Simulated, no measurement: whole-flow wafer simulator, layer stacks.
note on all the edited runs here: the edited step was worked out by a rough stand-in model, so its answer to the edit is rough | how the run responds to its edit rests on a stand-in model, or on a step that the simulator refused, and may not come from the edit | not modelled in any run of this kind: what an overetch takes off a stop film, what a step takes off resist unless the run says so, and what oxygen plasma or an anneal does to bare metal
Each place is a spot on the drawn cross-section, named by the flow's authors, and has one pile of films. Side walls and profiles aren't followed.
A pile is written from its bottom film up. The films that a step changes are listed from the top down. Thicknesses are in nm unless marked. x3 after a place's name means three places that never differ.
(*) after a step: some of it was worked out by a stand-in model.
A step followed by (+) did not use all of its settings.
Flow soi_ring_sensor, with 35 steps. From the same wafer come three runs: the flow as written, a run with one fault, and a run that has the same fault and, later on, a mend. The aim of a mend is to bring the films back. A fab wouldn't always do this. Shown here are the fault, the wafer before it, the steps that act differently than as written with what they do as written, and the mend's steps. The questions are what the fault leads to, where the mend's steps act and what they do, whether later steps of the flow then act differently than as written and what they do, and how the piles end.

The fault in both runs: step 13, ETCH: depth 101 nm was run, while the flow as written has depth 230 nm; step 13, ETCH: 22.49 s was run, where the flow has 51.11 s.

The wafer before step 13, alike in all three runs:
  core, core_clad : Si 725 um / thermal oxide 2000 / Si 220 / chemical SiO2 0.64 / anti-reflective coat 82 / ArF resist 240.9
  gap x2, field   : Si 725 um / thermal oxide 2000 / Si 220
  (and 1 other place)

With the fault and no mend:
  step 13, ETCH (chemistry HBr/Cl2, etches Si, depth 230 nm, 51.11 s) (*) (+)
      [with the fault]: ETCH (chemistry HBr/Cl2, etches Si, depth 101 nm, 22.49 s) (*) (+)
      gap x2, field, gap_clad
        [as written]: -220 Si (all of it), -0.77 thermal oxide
        [with the fault]: -101 Si
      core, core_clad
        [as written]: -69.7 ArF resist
        [with the fault]: -30.7 ArF resist
  Steps further on in the flow that do not act as written (1 more step, not shown, differs only slightly: by at most 2% or 0.5 nm, whichever is larger):
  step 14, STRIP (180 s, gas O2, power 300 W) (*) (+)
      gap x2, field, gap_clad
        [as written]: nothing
        [with the fault]: +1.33 chemical SiO2 (new film), -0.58 Si
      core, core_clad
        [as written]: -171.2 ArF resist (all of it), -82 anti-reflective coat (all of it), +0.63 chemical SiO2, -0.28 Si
        [with the fault]: -210.2 ArF resist (all of it), -82 anti-reflective coat (all of it), +0.62 chemical SiO2, -0.27 Si
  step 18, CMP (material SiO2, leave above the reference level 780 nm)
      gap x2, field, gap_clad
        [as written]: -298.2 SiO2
        [with the fault]: -418.8 SiO2
  At field, the piles at the end differ from the flow's by more than 2% or 0.5 nm, whichever is larger.
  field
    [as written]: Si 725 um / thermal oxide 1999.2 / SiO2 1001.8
    [with the fault]: Si 725 um / thermal oxide 2000 / Si 118.4 / chemical SiO2 1.33 / SiO2 881.2

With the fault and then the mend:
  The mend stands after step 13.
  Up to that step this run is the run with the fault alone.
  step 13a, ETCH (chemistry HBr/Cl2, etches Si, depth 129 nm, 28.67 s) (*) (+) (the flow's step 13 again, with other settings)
      gap x2, field, gap_clad
        -119 Si (all of it), -0.77 thermal oxide
      core, core_clad
        -39.1 ArF resist
  Later steps of the flow that are run all act as written at every place that is followed, up to a difference of at most 2% or 0.5 nm, whichever is larger.
  The piles end the same as the flow's at every place that both follow.
